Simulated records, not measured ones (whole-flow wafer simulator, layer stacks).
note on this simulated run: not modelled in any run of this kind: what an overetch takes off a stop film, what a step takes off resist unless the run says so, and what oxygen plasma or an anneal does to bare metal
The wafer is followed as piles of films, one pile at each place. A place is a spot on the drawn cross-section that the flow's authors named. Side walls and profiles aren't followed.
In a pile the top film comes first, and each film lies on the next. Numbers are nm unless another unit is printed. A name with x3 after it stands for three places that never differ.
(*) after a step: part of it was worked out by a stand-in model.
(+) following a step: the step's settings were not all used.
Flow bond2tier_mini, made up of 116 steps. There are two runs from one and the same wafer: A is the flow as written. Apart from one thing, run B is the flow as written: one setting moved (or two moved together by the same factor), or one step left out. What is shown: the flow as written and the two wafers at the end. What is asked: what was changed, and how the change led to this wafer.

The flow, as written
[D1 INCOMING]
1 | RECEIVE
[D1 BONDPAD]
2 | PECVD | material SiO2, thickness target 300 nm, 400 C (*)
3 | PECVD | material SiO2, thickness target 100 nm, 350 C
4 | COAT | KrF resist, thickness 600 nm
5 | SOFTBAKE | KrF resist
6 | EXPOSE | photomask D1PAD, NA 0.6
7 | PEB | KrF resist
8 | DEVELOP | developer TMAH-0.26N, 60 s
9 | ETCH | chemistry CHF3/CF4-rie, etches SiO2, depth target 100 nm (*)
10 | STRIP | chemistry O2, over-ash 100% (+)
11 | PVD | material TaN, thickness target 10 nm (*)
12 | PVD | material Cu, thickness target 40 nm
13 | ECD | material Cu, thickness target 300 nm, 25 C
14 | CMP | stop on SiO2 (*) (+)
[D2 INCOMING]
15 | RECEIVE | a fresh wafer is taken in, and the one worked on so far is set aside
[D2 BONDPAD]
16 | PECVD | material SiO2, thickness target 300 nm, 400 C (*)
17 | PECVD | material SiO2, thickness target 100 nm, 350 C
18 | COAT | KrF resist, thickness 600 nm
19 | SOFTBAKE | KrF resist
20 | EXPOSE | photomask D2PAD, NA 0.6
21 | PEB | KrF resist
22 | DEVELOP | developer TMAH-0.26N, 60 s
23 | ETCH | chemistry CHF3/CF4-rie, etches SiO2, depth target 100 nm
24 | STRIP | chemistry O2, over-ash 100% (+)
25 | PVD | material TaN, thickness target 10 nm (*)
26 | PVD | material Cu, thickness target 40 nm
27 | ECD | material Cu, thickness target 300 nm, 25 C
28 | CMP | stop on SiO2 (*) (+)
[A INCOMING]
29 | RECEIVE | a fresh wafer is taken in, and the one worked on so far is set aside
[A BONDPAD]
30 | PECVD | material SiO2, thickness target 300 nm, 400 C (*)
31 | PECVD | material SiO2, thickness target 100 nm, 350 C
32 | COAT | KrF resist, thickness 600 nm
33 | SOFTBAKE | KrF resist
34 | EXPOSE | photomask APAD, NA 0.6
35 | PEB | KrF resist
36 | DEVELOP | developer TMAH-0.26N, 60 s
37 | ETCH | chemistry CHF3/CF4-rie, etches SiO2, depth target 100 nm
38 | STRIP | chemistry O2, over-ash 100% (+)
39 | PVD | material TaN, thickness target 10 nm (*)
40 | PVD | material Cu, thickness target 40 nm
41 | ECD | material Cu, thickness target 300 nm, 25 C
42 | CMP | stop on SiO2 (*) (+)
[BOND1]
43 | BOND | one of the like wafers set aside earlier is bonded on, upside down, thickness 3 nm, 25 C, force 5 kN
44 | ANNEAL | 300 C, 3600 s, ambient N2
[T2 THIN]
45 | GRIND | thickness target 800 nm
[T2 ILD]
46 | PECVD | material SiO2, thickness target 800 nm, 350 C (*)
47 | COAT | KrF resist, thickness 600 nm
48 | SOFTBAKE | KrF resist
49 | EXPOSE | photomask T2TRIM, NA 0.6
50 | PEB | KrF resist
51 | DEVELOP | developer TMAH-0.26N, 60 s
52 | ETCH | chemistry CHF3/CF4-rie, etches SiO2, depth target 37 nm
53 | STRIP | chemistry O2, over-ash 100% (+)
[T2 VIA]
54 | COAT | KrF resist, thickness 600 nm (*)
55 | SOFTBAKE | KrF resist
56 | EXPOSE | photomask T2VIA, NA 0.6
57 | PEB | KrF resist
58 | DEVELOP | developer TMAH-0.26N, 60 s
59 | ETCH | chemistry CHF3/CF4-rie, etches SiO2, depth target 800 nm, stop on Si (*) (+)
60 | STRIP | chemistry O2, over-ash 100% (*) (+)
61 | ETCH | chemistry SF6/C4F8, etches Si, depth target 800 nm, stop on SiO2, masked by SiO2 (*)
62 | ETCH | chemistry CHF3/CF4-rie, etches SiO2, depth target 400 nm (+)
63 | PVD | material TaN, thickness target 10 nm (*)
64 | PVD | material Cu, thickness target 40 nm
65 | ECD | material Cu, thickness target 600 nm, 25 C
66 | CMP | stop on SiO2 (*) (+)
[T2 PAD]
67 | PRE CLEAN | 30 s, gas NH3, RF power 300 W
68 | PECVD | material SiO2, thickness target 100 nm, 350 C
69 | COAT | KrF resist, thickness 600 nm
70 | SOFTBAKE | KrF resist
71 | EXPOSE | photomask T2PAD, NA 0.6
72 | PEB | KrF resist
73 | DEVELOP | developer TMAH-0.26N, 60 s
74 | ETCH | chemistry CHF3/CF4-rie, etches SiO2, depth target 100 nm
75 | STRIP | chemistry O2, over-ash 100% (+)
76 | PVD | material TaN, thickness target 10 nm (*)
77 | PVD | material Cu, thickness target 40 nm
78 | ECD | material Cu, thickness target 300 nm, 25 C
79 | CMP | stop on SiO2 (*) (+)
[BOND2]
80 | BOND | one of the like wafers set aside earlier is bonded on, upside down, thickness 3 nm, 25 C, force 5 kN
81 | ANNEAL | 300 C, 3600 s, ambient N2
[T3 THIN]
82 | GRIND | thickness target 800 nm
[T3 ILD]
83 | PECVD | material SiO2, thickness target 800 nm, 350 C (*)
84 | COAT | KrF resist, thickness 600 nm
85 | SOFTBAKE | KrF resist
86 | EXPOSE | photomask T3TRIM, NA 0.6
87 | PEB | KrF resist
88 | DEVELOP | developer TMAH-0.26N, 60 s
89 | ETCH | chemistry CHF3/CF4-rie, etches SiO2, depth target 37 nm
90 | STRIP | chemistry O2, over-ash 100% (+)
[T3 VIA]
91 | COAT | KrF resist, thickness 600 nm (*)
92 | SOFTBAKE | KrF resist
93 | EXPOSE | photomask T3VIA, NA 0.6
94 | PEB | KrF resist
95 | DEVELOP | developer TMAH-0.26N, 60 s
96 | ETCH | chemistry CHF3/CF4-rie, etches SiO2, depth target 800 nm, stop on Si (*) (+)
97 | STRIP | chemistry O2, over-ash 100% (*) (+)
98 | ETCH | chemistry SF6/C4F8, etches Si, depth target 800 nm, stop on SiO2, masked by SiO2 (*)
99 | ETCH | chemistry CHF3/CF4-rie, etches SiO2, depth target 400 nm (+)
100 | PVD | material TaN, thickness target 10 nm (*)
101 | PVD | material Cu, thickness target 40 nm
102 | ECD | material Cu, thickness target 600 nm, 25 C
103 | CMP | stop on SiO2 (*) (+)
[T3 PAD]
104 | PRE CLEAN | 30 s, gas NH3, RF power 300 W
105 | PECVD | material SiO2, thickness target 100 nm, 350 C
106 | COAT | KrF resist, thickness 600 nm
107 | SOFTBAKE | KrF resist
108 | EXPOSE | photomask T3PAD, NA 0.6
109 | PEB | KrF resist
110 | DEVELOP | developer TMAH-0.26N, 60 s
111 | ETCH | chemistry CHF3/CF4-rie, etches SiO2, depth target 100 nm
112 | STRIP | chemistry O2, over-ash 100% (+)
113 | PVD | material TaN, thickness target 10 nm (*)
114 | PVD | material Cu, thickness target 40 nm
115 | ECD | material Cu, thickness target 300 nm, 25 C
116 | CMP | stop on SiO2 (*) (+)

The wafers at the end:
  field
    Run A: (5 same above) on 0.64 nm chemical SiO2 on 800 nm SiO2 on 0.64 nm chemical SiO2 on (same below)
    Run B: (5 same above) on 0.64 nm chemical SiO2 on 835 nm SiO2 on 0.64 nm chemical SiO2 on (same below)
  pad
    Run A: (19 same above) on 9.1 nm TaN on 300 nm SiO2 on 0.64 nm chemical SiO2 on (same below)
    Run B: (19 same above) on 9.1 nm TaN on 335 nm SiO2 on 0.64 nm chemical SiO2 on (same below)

Cause: step 31, PECVD: thickness target 135 nm was run, though the flow has thickness target 100 nm.

The path from the change to this, step by step:
  31 | PECVD | material SiO2, thickness target 100 nm, 350 C
      field, pad, via: A SiO2 gains 100 | B SiO2 gains 135
